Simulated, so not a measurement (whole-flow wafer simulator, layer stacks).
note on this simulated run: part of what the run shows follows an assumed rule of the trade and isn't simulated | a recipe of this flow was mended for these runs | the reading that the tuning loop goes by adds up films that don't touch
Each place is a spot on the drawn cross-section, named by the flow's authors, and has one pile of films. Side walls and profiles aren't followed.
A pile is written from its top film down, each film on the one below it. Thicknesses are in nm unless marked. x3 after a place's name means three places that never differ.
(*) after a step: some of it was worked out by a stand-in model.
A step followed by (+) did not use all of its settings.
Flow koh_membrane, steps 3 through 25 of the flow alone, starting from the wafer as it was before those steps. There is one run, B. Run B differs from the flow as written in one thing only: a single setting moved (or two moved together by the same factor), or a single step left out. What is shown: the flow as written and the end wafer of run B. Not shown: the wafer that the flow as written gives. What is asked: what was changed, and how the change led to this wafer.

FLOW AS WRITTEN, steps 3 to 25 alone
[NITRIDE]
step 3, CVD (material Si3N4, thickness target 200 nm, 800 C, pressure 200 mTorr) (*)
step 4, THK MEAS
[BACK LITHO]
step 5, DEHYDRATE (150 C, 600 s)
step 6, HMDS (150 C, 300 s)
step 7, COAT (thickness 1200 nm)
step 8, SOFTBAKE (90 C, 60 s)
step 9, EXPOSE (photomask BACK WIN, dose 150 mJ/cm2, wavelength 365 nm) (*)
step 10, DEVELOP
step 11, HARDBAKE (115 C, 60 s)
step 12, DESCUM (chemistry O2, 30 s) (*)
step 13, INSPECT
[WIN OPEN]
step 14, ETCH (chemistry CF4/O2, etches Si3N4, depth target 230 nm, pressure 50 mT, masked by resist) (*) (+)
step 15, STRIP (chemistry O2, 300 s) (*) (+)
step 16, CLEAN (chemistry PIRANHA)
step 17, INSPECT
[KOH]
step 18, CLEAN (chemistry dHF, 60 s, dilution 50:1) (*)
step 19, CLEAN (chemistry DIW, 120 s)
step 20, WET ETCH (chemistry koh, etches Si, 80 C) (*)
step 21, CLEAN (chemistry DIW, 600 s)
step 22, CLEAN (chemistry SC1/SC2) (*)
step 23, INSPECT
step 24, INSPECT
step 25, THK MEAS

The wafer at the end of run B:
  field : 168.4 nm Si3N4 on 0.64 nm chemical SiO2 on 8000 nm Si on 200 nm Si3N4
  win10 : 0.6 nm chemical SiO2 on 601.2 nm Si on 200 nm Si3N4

What caused this: step 3, CVD: thickness target 170 nm was run, though the flow has thickness target 200 nm.

The path from the change to this, step by step:
  step 3, CVD (material Si3N4, thickness target 200 nm, 800 C, pressure 200 mTorr) (*)
      field, win20 x4, win10: Si3N4 gains 170 (new film) (it would be, as written: Si3N4 gains 200 (new film))
  step 14, ETCH (chemistry CF4/O2, etches Si3N4, depth target 230 nm, pressure 50 mT, masked by resist) (*) (+)
      win20 x4, win10: Si3N4 loses 170 (all of it), chemical SiO2 loses 0.64 (all of it), Si loses 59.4 (it would be, as written: Si3N4 loses 200 (all of it), chemical SiO2 loses 0.64 (all of it), Si loses 29.4)
